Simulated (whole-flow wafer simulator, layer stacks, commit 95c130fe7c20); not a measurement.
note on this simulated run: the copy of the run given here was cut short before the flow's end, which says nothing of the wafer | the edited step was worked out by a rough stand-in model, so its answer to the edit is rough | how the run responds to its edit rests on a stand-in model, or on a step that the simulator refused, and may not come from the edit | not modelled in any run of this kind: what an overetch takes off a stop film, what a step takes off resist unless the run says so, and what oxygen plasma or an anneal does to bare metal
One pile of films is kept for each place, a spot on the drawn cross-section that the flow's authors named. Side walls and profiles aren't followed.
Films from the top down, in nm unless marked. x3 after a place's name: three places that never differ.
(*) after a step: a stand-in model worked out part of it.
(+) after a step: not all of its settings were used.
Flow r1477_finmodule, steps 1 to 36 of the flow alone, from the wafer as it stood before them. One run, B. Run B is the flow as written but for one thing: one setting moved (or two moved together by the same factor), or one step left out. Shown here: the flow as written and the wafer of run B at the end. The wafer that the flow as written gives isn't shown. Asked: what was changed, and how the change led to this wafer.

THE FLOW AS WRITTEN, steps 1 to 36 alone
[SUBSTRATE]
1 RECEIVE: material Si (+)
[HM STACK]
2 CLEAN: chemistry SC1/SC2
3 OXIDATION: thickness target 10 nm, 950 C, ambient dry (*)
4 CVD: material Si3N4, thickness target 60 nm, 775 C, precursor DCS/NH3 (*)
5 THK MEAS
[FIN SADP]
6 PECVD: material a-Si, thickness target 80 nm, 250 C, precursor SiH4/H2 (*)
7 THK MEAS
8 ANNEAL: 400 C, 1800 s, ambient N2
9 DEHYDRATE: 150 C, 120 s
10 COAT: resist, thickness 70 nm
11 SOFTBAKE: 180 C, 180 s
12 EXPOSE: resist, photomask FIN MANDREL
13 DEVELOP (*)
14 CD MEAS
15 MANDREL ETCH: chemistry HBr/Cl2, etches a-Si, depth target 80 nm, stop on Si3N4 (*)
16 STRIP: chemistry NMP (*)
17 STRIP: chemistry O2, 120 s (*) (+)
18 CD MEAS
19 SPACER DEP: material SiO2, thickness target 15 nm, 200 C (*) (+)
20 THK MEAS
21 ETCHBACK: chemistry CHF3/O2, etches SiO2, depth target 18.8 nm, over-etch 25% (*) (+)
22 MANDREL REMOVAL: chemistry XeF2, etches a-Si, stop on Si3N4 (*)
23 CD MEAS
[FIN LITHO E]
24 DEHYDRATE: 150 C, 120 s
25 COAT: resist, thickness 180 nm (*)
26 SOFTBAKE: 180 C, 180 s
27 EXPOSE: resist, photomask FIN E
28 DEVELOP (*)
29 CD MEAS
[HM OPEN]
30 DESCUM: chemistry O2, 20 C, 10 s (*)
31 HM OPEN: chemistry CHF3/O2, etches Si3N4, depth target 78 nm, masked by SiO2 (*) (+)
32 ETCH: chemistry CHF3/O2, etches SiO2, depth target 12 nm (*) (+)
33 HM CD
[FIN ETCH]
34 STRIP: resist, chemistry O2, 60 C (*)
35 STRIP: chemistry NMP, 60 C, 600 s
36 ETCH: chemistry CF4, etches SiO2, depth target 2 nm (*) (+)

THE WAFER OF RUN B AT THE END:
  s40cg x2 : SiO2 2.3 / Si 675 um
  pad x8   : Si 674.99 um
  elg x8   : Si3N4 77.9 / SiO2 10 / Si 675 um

The cause: step 4, CVD: thickness target 84 nm was run, where the flow has thickness target 60 nm.

How the change led to this, step by step:
  4 CVD: material Si3N4, thickness target 60 nm, 775 C, precursor DCS/NH3 (*)
      pad x8, elg x8, esg x2 and 18 more: Si3N4 +84 (new film) (as written it would be: Si3N4 +60 (new film))
  31 HM OPEN: chemistry CHF3/O2, etches Si3N4, depth target 78 nm, masked by SiO2 (*) (+)
      pad x8, esg x2, s40sg x2, s45sg x2, s50sg x2: Si3N4 -78 (as written it would be: Si3N4 -56.4 (all of it), SiO2 -10 (all of it))
      s40cg x2, s45cg x2, s50cg x2: Si3N4 -78 (as written it would be: Si3N4 -60 (all of it), SiO2 -9)
  32 ETCH: chemistry CHF3/O2, etches SiO2, depth target 12 nm (*) (+)
      pad x8, s40sg x2, s45sg x2, s50sg x2: Si3N4 -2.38 (all of it), SiO2 -9.5 (as written it would be: Si -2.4)
      s40cg x2, s45cg x2, s50cg x2: Si3N4 -6 (all of it), SiO2 -5.7 (as written it would be: SiO2 -1 (all of it), Si -2.2)
      (and at 2 more places)
  34 STRIP: resist, chemistry O2, 60 C (*)
      pad x8, esg x2, s40cg x2, s40sg x2, s45cg x2, s45sg x2, s50cg x2, s50sg x2: nothing (as written it would be: chemical SiO2 +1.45 (new film), Si -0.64)
  36 ETCH: chemistry CF4, etches SiO2, depth target 2 nm (*) (+)
      pad x8, esg x2, s40sg x2, s45sg x2, s50sg x2: SiO2 -0.5 (all of it), Si -1.25 (as written it would be: chemical SiO2 -1.45 (all of it), Si -0.46)
      s40cg x2, s45cg x2, s50cg x2: SiO2 -2 (as written it would be: chemical SiO2 -1.45 (all of it), Si -0.46)
